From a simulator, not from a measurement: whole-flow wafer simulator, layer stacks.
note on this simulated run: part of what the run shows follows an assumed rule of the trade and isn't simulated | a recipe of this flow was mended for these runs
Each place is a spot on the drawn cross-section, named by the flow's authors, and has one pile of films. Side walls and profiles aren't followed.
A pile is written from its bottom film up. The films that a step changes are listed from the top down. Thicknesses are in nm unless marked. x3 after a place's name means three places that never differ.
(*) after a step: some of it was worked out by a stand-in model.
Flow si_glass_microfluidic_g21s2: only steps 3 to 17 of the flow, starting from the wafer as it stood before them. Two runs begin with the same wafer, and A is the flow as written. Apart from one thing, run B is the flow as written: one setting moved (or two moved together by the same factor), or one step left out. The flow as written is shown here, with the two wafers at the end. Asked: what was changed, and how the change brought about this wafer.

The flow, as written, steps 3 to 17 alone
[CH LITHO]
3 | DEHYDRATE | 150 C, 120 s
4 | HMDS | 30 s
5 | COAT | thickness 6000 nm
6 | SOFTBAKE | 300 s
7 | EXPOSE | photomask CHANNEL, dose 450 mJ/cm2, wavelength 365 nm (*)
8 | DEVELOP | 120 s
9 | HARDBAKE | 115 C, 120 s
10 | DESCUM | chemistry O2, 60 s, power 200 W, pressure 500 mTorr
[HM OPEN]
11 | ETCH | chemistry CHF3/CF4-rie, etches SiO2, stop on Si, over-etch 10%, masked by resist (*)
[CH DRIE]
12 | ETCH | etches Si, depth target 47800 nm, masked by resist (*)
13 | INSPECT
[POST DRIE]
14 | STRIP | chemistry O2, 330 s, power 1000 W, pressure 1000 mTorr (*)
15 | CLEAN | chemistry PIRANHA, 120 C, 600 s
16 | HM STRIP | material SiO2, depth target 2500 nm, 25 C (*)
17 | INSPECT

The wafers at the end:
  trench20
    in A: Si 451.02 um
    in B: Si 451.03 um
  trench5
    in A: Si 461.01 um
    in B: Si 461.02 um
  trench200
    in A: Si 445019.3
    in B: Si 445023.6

What caused this: step 11, ETCH: over-etch 4% was run, whereas the flow has over-etch 10%.

How this came from the change, step by step:
  11 | ETCH | chemistry CHF3/CF4-rie, etches SiO2, stop on Si, over-etch 10%, masked by resist (*)
      trench20, trench5, trench200: A SiO2 loses 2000 (all of it), Si loses 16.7 | B SiO2 loses 2000 (all of it), Si loses 6.67
      land: A thick-i-line-resist loses 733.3 | B thick-i-line-resist loses 693.3
  12 | ETCH | etches Si, depth target 47800 nm, masked by resist (*)
      trench5: A Si loses 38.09 um | B Si loses 38.08 um
